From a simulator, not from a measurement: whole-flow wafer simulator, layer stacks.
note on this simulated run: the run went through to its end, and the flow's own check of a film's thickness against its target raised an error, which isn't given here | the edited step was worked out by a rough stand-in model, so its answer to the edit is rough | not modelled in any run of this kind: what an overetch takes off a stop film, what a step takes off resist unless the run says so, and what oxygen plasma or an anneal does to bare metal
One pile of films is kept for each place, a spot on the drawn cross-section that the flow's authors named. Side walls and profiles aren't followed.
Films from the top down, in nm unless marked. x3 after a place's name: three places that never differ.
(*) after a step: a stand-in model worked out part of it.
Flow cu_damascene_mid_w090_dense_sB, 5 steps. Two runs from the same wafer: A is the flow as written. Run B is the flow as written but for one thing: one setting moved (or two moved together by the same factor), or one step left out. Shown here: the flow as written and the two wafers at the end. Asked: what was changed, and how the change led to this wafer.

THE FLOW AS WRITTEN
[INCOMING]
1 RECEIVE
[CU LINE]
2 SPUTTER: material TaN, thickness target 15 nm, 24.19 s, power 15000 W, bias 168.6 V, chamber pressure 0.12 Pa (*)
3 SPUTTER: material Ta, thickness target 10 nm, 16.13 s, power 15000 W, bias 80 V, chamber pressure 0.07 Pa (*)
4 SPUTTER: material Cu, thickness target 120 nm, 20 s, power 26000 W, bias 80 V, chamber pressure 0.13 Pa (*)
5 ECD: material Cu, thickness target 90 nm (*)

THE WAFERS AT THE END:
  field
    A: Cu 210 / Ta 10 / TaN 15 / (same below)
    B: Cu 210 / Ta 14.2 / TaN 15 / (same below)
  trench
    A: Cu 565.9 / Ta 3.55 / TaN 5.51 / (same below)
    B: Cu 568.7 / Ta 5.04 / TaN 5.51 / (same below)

The cause: step 3, SPUTTER: thickness target 14.2 nm was run, where the flow has thickness target 10 nm; step 3, SPUTTER: 22.99 s was run, where the flow has 16.13 s.
It can be read off the wafer: field has Ta 14.2, and step 3 as written asks for 10 nm.

How the change led to this, step by step:
  3 SPUTTER: material Ta, thickness target 10 nm, 16.13 s, power 15000 W, bias 80 V, chamber pressure 0.07 Pa (*)
      field: A Ta +10 (new film) | B Ta +14.2 (new film)
      trench: A Ta +3.55 (new film) | B Ta +5.04 (new film)
